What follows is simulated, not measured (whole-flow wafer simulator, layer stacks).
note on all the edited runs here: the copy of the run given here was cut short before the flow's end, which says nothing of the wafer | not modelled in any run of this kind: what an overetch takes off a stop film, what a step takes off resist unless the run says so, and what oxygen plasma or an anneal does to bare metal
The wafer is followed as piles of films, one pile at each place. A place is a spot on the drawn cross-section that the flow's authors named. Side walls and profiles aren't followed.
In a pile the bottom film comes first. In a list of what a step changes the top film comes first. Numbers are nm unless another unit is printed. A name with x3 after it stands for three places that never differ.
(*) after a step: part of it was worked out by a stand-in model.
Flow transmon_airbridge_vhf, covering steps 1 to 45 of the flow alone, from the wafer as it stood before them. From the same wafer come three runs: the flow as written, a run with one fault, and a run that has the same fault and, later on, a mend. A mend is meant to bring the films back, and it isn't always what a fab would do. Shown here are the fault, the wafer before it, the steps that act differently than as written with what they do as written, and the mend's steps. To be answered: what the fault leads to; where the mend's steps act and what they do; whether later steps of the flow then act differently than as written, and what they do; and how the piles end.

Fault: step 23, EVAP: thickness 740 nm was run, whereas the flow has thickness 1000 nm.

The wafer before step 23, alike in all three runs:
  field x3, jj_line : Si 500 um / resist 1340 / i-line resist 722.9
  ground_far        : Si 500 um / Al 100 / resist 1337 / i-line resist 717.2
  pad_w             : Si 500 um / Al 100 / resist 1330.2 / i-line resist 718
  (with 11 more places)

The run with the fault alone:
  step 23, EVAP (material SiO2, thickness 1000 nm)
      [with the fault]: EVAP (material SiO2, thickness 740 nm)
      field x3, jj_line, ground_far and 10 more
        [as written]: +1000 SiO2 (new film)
        [with the fault]: +740 SiO2 (new film)
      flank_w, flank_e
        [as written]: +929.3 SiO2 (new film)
        [with the fault]: +687.7 SiO2 (new film)
  Later steps of the flow acting differently than as written (2 more steps, not shown, differ only slightly: by at most 2% or 0.5 nm, whichever is larger):
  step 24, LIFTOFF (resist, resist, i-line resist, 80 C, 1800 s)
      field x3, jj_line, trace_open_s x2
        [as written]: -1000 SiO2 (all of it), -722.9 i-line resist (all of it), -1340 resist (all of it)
        [with the fault]: -740 SiO2 (all of it), -722.9 i-line resist (all of it), -1340 resist (all of it)
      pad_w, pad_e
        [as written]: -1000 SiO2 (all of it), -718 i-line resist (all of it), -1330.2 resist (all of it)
        [with the fault]: -740 SiO2 (all of it), -718 i-line resist (all of it), -1330.2 resist (all of it)
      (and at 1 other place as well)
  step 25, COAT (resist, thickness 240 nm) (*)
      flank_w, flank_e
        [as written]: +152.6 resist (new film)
        [with the fault]: +161.4 resist (new film)
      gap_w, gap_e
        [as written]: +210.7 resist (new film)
        [with the fault]: +221.9 resist (new film)
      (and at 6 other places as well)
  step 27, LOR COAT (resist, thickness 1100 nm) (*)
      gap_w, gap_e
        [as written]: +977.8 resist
        [with the fault]: +1013.9 resist
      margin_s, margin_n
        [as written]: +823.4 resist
        [with the fault]: +886.8 resist
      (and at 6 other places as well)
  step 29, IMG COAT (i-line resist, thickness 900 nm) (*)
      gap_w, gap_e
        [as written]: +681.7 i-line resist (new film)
        [with the fault]: +745 i-line resist (new film)
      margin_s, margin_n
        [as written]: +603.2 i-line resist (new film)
        [with the fault]: +685.2 i-line resist (new film)
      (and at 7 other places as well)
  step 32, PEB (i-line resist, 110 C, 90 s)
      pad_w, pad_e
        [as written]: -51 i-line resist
        [with the fault]: -49.8 i-line resist
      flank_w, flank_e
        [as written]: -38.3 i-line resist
        [with the fault]: -40.9 i-line resist
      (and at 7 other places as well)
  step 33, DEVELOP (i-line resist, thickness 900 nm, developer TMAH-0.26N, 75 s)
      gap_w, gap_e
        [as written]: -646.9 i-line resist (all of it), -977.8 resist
        [with the fault]: -706.9 i-line resist (all of it), -1013.9 resist
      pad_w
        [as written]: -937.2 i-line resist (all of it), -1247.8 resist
        [with the fault]: -915.1 i-line resist (all of it), -1207.1 resist
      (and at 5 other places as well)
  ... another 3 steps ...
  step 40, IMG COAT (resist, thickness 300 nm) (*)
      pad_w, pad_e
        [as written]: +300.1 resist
        [with the fault]: +293 resist
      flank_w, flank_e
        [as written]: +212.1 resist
        [with the fault]: +220.5 resist
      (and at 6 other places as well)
  At pad_w, flank_w, gap_w and 7 more, the piles at the end differ from the flow's by more than 2% or 0.5 nm, whichever is larger.
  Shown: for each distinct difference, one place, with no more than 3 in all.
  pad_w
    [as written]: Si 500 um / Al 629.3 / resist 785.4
    [with the fault]: Si 500 um / Al 629.6 / resist 763.2
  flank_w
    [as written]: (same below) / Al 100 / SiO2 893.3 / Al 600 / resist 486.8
    [with the fault]: (same below) / Al 100 / SiO2 651.7 / Al 600 / resist 515
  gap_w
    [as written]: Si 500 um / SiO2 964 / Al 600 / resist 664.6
    [with the fault]: Si 500 um / SiO2 704 / Al 600 / resist 686.8

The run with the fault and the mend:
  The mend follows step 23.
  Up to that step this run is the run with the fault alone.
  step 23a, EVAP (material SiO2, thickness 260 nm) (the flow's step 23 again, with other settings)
      field x3, jj_line, ground_far and 10 more
        +260 SiO2
      flank_w, flank_e
        +241.9 SiO2
  Later steps of the flow that are run all act as written at every place that is followed, up to a difference of at most 2% or 0.5 nm, whichever is larger.
  When the end is reached, the piles differ only a little from the flow's at the places that both follow, at most by 2% or 0.5 nm, whichever is larger.
